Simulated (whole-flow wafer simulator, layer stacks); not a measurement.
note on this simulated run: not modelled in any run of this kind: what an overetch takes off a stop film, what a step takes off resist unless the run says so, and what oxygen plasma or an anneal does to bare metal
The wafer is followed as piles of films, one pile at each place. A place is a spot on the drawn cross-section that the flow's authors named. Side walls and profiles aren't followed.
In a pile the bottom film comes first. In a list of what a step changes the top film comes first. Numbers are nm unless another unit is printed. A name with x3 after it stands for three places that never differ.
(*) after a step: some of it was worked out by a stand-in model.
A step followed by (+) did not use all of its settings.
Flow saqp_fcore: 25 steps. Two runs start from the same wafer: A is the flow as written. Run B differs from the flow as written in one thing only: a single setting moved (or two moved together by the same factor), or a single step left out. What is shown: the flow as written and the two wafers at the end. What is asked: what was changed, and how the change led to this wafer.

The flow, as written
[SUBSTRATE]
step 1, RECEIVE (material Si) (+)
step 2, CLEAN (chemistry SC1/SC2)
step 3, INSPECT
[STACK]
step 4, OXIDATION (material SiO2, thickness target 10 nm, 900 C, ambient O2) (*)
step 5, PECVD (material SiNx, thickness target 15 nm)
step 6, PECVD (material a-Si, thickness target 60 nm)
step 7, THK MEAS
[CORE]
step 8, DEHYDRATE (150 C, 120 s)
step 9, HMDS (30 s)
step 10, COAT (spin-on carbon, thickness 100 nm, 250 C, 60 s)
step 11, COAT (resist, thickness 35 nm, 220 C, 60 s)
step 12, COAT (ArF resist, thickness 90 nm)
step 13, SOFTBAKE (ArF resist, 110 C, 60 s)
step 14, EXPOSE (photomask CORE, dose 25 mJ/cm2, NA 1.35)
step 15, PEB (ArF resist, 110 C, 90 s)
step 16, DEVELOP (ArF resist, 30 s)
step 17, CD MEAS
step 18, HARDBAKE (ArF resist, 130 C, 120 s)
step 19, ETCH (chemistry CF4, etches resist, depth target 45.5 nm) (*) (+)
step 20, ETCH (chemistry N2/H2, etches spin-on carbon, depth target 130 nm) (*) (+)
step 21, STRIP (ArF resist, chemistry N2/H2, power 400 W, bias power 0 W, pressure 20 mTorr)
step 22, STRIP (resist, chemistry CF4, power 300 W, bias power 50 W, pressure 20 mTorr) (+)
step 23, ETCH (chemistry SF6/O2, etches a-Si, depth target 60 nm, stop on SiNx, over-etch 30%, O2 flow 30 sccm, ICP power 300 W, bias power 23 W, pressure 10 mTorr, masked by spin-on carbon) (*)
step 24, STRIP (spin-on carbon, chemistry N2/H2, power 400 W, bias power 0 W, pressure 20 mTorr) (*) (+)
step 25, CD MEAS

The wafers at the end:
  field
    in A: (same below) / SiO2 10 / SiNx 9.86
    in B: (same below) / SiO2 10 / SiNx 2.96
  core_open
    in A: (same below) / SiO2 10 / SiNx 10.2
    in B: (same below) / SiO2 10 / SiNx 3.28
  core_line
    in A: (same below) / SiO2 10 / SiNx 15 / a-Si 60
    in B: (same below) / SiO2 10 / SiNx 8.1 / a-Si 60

Cause: step 5, PECVD: thickness target 8.1 nm was run, while the flow as written has thickness target 15 nm.
The wafer lets one read it off: core_line has SiNx 8.1, and step 5 as written asks for 15 nm.

How this came from the change, step by step:
  step 5, PECVD (material SiNx, thickness target 15 nm)
      field, core_open, core_line: A SiNx gains 15 (new film) | B SiNx gains 8.1 (new film)
